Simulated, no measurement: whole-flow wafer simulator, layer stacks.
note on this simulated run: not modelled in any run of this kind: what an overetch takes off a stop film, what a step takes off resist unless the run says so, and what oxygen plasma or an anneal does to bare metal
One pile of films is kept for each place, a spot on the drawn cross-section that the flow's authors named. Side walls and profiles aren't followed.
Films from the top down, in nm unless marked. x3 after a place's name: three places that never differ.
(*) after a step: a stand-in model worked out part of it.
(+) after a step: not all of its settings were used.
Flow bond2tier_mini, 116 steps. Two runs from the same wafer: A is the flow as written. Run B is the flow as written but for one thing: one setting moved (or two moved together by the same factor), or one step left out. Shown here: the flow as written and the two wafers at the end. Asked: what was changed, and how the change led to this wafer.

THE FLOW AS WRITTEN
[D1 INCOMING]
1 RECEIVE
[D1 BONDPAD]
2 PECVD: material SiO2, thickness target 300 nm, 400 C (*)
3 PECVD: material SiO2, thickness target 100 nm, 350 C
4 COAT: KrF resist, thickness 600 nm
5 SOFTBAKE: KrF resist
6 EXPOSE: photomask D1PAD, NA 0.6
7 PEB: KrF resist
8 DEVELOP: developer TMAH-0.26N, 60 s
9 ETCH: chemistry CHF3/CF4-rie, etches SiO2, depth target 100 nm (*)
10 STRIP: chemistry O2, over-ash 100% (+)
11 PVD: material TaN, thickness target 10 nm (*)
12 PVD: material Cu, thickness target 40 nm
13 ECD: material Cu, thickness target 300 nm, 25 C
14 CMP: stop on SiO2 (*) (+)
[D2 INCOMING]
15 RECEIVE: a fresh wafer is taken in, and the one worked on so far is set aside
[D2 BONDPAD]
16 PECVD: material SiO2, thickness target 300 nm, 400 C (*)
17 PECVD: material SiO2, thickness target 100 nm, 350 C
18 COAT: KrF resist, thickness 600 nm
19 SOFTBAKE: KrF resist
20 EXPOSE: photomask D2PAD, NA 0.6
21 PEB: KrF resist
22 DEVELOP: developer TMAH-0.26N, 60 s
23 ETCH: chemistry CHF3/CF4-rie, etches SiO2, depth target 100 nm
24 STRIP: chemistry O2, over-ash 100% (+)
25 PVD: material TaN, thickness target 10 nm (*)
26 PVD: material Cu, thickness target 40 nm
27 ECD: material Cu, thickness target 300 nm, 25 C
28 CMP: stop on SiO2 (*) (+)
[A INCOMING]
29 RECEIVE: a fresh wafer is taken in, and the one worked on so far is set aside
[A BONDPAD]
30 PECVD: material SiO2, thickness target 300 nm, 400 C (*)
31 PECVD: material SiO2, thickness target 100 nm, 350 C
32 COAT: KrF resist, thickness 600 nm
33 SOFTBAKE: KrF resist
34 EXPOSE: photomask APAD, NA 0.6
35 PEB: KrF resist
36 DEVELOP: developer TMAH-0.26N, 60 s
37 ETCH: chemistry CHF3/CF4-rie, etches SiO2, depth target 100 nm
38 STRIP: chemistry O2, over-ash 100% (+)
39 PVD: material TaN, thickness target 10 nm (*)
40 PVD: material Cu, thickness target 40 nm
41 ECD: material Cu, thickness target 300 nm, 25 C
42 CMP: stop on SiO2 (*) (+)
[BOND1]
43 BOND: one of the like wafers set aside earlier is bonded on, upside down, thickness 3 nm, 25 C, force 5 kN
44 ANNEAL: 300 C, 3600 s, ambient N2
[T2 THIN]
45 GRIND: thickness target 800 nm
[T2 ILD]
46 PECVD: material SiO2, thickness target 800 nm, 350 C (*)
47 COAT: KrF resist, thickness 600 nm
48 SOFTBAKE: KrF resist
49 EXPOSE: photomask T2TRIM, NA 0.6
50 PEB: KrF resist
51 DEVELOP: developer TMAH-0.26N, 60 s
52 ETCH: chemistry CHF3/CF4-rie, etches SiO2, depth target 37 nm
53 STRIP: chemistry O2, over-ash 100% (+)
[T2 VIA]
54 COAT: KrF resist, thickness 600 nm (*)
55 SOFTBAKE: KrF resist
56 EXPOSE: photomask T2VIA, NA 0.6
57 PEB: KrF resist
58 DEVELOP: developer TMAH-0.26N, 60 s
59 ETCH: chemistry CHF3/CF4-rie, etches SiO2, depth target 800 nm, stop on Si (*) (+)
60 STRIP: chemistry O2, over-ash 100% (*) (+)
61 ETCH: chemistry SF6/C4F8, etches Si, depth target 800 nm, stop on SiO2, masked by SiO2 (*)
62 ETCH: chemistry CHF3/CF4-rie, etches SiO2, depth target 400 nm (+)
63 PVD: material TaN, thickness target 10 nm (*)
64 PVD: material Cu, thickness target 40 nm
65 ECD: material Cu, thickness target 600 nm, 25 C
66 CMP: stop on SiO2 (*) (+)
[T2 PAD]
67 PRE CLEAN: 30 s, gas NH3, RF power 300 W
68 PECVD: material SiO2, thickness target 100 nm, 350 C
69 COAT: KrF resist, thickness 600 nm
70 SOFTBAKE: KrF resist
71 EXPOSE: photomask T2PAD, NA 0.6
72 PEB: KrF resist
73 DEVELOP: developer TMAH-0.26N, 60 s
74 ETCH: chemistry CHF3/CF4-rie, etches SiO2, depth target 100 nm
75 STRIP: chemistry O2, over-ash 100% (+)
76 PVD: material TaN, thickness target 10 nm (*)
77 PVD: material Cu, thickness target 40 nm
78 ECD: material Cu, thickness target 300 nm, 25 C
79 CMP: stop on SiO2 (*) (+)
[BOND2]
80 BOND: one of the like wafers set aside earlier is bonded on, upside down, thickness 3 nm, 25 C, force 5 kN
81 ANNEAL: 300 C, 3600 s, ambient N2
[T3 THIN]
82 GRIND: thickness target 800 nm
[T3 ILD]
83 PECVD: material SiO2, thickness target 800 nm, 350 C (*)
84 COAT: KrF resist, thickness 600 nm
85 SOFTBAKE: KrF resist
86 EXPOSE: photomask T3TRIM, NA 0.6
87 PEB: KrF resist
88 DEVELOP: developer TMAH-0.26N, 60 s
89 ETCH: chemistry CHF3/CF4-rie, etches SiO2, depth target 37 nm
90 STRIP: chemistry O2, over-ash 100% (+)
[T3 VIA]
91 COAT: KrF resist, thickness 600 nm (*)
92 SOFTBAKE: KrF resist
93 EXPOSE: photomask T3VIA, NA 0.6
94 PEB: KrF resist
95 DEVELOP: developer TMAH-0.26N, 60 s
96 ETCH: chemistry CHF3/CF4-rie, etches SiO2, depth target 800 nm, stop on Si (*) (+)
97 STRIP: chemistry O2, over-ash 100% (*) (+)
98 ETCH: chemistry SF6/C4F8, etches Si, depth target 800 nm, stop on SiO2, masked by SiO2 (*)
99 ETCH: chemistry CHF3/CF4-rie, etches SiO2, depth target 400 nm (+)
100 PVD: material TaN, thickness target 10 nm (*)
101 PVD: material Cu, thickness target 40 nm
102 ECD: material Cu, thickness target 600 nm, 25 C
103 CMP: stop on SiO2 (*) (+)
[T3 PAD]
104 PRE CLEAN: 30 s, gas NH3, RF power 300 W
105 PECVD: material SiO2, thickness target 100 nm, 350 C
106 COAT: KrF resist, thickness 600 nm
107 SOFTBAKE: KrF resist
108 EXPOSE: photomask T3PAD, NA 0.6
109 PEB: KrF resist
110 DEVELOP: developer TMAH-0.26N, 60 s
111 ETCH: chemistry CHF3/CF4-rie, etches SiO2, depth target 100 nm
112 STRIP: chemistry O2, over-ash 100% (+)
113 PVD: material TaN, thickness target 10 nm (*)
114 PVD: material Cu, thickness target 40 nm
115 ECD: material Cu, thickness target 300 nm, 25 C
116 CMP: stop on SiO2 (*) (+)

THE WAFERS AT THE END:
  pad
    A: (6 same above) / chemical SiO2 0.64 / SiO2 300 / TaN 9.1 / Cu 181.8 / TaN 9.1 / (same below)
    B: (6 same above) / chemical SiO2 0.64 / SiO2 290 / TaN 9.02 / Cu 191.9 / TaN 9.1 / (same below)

The cause: step 23, ETCH: depth target 110 nm was run, where the flow has depth target 100 nm.

How the change led to this, step by step:
  23 ETCH: chemistry CHF3/CF4-rie, etches SiO2, depth target 100 nm
      pad, via: A SiO2 -100 | B SiO2 -110
      field: A KrF resist -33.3 | B KrF resist -36.7
  27 ECD: material Cu, thickness target 300 nm, 25 C
      pad: A Cu +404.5 | B Cu +414.9
      via: A Cu +400.2 | B Cu +410.2
  80 BOND: one of the like wafers set aside earlier is bonded on, upside down, thickness 3 nm, 25 C, force 5 kN
      pad: A Si +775 um (new film), chemical SiO2 +0.64 (new film), SiO2 +300 (new film), TaN +9.1 (new film), Cu +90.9 | B Si +775 um (new film), chemical SiO2 +0.64 (new film), SiO2 +290 (new film), TaN +9.02 (new film), Cu +101
